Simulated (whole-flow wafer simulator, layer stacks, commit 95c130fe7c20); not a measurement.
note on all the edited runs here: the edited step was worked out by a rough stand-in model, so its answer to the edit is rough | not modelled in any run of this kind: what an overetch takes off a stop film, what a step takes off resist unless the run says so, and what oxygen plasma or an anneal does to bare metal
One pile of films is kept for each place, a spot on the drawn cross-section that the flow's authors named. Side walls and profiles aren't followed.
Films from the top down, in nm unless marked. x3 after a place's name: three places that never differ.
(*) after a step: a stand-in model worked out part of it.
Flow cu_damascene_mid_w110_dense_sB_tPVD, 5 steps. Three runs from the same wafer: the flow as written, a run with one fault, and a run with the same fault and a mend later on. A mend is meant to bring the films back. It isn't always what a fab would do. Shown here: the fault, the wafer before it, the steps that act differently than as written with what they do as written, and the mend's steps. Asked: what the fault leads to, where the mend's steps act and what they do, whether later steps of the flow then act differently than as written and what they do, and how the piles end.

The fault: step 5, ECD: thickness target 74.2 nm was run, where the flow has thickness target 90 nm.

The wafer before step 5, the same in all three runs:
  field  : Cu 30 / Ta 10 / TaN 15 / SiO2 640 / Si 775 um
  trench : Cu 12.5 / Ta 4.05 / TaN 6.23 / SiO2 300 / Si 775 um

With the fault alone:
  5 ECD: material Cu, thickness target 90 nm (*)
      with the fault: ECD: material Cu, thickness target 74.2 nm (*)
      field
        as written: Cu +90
        with the fault: Cu +74.2
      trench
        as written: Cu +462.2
        with the fault: Cu +446.4
  No later step of the flow acts differently than as written at any place that is followed.
  At the end the piles differ from the flow's by more than 2% or 0.5 nm, whichever is larger, at field, trench.
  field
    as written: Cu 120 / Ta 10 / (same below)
    with the fault: Cu 104.2 / Ta 10 / (same below)
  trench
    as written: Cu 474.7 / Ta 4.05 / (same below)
    with the fault: Cu 458.9 / Ta 4.05 / (same below)

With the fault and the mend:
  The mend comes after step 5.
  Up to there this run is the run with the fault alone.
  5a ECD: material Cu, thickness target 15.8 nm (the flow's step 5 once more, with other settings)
      field, trench
        Cu +15.8
  No later step of the flow acts differently than as written at any place that is followed.
  At the end the piles are the same as the flow's at every place that both follow.
